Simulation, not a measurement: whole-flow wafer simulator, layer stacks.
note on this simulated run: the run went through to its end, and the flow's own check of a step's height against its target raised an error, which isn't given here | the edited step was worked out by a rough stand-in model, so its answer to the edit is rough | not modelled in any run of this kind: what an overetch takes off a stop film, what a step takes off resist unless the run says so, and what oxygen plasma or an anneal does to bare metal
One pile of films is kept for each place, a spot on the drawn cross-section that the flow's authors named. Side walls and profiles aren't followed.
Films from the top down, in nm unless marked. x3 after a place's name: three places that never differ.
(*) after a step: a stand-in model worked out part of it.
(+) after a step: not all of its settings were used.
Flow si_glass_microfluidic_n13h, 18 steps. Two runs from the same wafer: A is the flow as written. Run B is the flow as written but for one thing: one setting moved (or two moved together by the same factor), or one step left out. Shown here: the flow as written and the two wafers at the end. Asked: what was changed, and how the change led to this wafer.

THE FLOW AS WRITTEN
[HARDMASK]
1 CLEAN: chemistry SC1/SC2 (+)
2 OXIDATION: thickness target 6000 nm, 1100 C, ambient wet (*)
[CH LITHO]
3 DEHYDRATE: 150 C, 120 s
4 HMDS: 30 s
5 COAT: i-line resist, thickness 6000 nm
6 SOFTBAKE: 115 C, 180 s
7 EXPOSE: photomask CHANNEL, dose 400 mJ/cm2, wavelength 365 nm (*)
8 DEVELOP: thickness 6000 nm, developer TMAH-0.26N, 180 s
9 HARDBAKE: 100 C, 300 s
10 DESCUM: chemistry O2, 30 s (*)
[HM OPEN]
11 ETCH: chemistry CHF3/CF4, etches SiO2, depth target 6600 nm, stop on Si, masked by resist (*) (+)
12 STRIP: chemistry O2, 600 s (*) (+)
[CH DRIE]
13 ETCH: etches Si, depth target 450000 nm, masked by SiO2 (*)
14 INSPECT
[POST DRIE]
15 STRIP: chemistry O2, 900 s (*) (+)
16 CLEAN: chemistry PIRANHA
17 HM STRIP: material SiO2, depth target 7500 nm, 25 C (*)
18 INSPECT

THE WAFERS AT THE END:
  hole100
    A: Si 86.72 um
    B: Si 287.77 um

The cause: step 13, ETCH: depth target 247500 nm was run, where the flow has depth target 450000 nm.

How the change led to this, step by step:
  13 ETCH: etches Si, depth target 450000 nm, masked by SiO2 (*)
      land: A SiO2 -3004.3 | B SiO2 -1663.9
      hole100: A chemical SiO2 -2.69 (all of it), Si -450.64 um | B chemical SiO2 -2.69 (all of it), Si -249.59 um
  17 HM STRIP: material SiO2, depth target 7500 nm, 25 C (*)
      land: A SiO2 -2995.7 (all of it) | B SiO2 -4336.1 (all of it)
